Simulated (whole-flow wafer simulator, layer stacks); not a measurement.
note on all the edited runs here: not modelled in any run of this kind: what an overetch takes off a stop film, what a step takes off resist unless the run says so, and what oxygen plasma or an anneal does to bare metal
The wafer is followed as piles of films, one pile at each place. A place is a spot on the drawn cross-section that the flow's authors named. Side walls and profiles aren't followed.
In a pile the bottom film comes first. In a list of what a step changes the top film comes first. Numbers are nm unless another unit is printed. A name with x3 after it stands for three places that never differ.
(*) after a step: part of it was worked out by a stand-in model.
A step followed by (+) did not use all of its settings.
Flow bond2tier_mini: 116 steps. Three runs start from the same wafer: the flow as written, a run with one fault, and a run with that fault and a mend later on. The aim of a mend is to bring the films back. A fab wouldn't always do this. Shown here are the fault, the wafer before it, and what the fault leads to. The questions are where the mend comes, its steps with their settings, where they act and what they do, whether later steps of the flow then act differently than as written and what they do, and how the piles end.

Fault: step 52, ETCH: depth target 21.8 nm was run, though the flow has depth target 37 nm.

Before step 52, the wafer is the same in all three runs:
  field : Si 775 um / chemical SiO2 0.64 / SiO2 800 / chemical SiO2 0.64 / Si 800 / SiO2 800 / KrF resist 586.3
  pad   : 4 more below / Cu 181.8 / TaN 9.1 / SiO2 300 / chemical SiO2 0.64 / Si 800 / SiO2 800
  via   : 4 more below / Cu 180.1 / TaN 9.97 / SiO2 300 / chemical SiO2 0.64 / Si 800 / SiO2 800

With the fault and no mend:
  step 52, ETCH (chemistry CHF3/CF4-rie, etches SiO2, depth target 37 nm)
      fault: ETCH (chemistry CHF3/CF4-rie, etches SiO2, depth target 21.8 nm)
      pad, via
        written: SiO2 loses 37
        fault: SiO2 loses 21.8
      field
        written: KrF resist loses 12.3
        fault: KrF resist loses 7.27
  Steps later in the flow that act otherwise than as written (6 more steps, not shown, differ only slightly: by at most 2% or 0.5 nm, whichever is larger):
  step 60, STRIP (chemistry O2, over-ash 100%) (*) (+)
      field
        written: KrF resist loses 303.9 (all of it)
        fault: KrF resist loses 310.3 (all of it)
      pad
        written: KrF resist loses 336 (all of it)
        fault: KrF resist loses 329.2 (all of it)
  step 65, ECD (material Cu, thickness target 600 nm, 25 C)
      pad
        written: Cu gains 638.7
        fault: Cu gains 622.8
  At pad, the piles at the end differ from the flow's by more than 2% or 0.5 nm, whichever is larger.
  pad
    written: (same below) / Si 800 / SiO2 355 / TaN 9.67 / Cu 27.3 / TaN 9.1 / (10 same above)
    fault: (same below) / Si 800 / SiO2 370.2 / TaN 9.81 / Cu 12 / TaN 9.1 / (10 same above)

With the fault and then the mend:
  The mend follows step 52.
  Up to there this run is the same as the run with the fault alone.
  step 52a, ETCH (chemistry CHF3/CF4-rie, etches SiO2, depth target 15.2 nm) (the flow's step 52, run once more with other settings)
      pad, via
        SiO2 loses 15.2
      field
        KrF resist loses 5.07
  Every later step of the flow that is run acts as written at every place that is followed.
  At every place that both follow, the piles at the end match the flow's.
